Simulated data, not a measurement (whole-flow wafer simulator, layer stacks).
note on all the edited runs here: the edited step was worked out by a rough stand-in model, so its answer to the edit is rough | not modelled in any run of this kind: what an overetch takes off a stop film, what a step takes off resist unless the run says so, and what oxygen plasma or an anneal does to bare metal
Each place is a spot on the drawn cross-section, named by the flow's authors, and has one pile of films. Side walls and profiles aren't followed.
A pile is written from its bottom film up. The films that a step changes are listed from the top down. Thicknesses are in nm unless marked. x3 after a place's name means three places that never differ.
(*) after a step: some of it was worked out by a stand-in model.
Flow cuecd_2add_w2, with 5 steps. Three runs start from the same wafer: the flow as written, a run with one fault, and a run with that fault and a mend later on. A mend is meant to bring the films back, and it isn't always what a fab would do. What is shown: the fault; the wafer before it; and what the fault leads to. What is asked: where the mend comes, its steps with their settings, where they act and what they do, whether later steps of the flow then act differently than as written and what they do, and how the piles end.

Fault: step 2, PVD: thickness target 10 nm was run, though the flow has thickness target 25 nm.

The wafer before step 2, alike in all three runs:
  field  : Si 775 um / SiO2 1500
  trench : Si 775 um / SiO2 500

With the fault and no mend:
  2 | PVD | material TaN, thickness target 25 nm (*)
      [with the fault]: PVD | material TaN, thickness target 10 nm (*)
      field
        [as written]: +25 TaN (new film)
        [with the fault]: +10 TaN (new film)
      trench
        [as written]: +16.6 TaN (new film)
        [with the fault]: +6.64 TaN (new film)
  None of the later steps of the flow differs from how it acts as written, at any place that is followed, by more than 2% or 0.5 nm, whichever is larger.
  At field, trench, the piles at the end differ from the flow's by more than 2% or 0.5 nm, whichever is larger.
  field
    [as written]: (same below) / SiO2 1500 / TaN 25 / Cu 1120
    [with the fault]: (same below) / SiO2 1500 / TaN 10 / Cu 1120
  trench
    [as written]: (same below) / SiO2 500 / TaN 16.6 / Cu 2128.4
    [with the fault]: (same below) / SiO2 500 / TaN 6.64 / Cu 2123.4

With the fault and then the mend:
  The mend follows step 2.
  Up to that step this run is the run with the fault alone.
  2a | PVD | material TaN, thickness target 15 nm (*) (a further turn of the flow's step 2, with different settings)
      field
        +15 TaN
      trench
        +9.92 TaN
  None of the later steps of the flow acts differently than as written at any place that is followed.
  By the end, the piles equal the flow's at every place that both follow.
